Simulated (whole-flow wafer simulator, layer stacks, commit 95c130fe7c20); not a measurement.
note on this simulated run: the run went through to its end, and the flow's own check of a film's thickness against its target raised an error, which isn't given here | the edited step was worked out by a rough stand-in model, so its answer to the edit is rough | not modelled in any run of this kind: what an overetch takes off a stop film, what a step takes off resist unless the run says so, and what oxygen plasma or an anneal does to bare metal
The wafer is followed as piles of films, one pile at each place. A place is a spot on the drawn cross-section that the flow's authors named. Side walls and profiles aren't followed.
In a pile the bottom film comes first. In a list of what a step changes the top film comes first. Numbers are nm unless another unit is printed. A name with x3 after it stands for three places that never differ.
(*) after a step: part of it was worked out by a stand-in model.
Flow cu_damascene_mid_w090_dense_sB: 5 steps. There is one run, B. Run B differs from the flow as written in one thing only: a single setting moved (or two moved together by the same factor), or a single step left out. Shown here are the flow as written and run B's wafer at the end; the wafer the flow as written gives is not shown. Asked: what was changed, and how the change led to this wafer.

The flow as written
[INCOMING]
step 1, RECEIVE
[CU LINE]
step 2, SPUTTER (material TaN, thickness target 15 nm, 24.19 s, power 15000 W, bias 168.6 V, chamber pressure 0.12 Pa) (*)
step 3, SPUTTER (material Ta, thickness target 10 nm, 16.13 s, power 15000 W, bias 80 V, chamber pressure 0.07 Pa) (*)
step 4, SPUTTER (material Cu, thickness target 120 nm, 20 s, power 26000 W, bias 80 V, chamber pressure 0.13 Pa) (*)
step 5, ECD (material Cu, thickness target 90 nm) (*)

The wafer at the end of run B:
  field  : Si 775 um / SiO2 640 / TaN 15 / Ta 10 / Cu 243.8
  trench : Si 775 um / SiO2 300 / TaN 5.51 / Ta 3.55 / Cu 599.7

What caused this: step 5, ECD: thickness target 123.8 nm was run, while the flow as written has thickness target 90 nm.

Step by step, how the change led to this:
  step 5, ECD (material Cu, thickness target 90 nm) (*)
      field: +123.8 Cu (in the flow as written it would be: +90 Cu)
      trench: +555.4 Cu (in the flow as written it would be: +521.6 Cu)
